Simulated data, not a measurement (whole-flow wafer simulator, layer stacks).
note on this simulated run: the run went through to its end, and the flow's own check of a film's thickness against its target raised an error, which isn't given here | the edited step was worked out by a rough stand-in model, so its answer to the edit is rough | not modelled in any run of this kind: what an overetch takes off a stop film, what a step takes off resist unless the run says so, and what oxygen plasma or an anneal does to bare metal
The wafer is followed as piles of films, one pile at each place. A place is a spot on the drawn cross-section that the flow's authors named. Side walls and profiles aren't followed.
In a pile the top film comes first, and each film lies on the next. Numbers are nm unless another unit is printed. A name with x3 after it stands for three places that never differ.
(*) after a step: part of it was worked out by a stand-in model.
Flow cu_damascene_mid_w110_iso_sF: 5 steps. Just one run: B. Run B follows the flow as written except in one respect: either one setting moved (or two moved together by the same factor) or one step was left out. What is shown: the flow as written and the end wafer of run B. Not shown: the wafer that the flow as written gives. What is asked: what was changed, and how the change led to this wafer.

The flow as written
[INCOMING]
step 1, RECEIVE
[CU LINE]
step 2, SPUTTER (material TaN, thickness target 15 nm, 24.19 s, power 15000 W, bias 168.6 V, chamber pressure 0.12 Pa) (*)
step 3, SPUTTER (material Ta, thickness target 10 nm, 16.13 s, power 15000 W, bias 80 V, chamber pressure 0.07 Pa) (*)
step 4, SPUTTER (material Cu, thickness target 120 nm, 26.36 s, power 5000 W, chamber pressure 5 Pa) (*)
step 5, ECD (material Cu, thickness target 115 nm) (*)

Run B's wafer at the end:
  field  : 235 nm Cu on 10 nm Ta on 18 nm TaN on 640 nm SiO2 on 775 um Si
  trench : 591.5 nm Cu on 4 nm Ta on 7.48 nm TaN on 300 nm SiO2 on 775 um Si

The reason: step 2, SPUTTER: thickness target 18 nm was run, while the flow as written has thickness target 15 nm.
One can read it off the wafer: field has TaN 18, and step 2 as written asks for 15 nm.

The path from the change to this, step by step:
  step 2, SPUTTER (material TaN, thickness target 15 nm, 24.19 s, power 15000 W, bias 168.6 V, chamber pressure 0.12 Pa) (*)
      field: +18 TaN (new film) (as written it would have been: +15 TaN (new film))
      trench: +7.48 TaN (new film) (as written it would have been: +6.23 TaN (new film))
